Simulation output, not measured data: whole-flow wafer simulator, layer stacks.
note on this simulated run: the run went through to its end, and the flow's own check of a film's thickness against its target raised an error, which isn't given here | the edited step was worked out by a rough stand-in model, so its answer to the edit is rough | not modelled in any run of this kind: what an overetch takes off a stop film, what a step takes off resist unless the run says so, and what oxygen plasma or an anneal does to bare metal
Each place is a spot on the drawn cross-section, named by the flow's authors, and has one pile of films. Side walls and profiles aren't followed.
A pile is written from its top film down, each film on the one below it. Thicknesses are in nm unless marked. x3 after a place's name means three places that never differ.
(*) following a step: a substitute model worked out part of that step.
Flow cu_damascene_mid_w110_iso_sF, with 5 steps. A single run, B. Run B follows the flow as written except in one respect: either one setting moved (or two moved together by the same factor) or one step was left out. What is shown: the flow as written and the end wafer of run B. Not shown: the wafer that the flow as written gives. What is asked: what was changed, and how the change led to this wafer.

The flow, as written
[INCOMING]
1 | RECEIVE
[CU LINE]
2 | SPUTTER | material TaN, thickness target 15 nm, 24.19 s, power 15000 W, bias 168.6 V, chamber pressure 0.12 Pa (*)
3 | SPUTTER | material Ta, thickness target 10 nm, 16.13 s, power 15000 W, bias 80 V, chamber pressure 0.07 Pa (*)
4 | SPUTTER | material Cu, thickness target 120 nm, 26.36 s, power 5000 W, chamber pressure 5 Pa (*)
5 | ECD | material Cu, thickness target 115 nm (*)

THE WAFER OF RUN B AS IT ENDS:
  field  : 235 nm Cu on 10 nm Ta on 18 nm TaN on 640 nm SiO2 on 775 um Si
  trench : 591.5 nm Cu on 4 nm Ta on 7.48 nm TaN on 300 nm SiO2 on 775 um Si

What caused this: step 2, SPUTTER: thickness target 18 nm was run, whereas the flow has thickness target 15 nm; step 2, SPUTTER: 29.03 s was run, where the flow has 24.19 s.
One can read it off the wafer: field has TaN 18, and step 2 as written asks for 15 nm.

The path from the change to this, step by step:
  2 | SPUTTER | material TaN, thickness target 15 nm, 24.19 s, power 15000 W, bias 168.6 V, chamber pressure 0.12 Pa (*)
      field: +18 TaN (new film) (in the flow as written it would be: +15 TaN (new film))
      trench: +7.48 TaN (new film) (in the flow as written it would be: +6.23 TaN (new film))
